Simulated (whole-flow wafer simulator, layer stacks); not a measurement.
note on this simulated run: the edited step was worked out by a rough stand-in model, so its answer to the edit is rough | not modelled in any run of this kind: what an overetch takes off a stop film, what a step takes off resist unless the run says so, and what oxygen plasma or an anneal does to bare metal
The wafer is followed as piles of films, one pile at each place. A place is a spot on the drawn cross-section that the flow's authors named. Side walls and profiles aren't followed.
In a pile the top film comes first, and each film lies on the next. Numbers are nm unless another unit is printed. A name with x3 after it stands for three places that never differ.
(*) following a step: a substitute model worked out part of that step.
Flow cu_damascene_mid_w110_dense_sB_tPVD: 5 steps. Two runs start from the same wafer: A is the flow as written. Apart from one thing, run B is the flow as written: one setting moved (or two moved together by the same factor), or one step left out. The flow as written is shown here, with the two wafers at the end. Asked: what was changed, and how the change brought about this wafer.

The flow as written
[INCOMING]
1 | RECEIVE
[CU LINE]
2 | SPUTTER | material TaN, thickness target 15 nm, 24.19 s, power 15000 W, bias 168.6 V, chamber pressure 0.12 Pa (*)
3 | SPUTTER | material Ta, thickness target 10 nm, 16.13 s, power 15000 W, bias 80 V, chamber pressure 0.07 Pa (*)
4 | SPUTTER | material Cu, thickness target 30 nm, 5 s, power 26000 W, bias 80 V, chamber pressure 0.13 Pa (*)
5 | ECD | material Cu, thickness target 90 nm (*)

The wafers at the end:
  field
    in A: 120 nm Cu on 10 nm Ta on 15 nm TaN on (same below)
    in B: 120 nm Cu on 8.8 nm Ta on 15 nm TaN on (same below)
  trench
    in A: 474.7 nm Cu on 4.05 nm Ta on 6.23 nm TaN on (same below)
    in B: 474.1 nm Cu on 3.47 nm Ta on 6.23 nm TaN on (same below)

What caused this: step 3, SPUTTER: power 13200 W was run, while the flow as written has power 15000 W.

Step by step, how the change led to this:
  3 | SPUTTER | material Ta, thickness target 10 nm, 16.13 s, power 15000 W, bias 80 V, chamber pressure 0.07 Pa (*)
      field: A Ta gains 10 (new film) | B Ta gains 8.8 (new film)
      trench: A Ta gains 4.05 (new film) | B Ta gains 3.47 (new film)
